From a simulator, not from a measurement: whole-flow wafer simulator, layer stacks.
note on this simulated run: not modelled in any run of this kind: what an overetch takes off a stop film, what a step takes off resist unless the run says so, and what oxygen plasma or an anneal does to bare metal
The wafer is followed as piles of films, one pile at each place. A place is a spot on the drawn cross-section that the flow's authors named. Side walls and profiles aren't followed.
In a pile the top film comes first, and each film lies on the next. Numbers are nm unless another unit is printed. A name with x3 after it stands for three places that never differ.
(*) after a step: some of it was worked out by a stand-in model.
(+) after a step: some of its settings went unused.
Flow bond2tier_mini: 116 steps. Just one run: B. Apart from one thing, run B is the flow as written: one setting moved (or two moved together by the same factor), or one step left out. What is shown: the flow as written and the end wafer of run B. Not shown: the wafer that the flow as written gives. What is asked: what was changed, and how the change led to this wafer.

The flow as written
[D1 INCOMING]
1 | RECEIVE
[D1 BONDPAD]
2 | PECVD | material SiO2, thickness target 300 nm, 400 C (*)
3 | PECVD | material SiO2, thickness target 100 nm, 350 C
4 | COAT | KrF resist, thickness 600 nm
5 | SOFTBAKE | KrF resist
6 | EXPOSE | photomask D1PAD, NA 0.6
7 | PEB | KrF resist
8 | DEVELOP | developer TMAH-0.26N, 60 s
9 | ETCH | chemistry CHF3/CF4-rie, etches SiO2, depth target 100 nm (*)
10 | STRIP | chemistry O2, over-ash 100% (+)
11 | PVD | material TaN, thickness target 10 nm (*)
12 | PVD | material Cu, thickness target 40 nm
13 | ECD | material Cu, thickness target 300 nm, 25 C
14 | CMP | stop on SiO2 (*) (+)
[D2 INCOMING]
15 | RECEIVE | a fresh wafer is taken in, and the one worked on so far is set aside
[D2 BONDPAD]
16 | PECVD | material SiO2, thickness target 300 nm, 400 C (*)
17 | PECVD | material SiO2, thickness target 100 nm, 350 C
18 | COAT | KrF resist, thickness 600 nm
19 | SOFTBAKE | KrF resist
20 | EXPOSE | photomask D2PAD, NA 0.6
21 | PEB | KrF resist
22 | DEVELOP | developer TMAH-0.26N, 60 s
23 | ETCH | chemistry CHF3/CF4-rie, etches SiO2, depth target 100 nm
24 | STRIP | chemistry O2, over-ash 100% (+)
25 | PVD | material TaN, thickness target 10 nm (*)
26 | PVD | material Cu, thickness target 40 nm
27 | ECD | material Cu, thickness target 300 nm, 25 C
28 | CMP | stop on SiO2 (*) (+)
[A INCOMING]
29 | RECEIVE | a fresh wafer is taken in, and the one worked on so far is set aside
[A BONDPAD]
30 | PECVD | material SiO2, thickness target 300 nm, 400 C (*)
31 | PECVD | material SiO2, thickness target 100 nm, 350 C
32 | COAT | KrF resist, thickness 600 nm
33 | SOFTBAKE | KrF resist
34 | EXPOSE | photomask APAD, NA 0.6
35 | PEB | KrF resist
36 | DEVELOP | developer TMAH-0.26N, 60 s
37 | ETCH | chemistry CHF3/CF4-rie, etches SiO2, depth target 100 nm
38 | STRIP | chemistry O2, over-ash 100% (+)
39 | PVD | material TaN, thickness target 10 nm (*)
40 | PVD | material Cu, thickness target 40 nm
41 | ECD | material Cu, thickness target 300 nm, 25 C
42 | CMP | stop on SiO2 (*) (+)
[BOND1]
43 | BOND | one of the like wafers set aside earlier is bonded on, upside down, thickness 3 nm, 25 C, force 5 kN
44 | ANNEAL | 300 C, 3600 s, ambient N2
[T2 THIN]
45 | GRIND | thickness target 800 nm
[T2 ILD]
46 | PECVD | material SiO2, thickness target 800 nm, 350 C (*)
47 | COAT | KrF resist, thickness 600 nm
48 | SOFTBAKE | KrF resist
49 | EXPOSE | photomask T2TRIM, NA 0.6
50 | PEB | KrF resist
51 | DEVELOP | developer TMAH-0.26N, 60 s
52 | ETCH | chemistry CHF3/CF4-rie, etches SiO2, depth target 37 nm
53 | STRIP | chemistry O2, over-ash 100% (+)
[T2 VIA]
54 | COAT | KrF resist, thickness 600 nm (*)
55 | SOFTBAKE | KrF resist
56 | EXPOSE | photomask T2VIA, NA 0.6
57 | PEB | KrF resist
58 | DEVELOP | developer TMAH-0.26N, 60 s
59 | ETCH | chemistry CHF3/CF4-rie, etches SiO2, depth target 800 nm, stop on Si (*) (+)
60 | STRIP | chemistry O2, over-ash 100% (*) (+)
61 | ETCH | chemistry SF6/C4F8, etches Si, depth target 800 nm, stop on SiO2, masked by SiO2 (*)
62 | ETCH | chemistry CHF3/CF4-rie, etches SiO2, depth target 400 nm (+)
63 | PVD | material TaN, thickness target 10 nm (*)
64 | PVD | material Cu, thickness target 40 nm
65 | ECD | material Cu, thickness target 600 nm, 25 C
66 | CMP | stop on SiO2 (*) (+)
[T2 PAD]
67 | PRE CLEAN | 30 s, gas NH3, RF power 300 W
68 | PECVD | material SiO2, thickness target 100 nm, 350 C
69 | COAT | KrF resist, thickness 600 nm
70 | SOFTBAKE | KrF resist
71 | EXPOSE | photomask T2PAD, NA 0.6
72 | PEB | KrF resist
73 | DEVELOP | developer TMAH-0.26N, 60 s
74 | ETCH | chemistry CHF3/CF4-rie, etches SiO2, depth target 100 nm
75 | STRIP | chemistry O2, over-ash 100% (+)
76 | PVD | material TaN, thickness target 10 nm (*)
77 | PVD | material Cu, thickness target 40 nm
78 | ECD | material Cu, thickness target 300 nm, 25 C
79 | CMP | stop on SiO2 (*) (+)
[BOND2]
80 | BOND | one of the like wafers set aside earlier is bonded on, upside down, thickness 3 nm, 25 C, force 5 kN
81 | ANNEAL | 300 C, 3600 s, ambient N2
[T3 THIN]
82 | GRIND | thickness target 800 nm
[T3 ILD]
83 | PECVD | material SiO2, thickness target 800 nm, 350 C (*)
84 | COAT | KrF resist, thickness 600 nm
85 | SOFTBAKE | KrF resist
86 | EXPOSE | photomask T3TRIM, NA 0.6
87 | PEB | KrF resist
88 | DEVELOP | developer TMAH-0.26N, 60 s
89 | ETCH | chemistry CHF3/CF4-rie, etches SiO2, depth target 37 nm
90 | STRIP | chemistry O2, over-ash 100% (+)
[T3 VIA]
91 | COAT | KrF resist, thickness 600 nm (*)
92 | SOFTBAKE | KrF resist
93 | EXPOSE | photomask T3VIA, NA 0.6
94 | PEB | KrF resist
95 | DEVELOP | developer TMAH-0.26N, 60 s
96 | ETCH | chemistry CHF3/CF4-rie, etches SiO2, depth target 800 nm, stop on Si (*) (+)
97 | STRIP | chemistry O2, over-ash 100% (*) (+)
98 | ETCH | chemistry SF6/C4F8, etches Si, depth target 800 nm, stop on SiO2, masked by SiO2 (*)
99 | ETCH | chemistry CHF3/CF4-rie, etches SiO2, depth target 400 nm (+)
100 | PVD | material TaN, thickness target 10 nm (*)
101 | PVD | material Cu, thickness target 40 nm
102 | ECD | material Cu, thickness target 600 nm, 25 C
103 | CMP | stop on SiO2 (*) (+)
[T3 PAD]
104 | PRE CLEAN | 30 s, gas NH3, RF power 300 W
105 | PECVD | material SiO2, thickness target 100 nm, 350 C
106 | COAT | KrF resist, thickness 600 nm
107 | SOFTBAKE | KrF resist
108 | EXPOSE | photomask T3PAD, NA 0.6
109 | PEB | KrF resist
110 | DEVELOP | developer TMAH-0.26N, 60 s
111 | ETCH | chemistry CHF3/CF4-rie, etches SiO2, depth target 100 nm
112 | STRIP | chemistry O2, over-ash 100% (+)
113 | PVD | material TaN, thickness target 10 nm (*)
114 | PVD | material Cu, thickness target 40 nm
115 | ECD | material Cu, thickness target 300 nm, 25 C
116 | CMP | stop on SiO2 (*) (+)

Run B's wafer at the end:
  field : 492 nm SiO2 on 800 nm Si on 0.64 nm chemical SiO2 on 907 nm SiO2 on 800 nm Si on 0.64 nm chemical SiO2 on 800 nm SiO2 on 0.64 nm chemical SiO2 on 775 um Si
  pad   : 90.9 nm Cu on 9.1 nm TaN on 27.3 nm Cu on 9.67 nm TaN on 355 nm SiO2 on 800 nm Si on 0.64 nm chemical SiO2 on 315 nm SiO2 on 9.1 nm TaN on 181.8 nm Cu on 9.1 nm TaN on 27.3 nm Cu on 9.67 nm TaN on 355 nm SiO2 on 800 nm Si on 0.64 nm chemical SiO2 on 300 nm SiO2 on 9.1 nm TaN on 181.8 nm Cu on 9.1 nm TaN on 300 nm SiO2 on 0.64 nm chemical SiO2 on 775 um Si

The reason: step 17, PECVD: thickness target 115 nm was run, whereas the flow has thickness target 100 nm.

Step by step, how the change led to this:
  17 | PECVD | material SiO2, thickness target 100 nm, 350 C
      field, pad, via: SiO2 gains 115 (it would be, as written: SiO2 gains 100)
  80 | BOND | one of the like wafers set aside earlier is bonded on, upside down, thickness 3 nm, 25 C, force 5 kN
      field: Si gains 775 um (new film), chemical SiO2 gains 0.64 (new film), SiO2 gains 415 (it would be, as written: Si gains 775 um (new film), chemical SiO2 gains 0.64 (new film), SiO2 gains 400)
      pad: Si gains 775 um (new film), chemical SiO2 gains 0.64 (new film), SiO2 gains 315 (new film), TaN gains 9.1 (new film), Cu gains 90.9 (it would be, as written: Si gains 775 um (new film), chemical SiO2 gains 0.64 (new film), SiO2 gains 300 (new film), TaN gains 9.1 (new film), Cu gains 90.9)
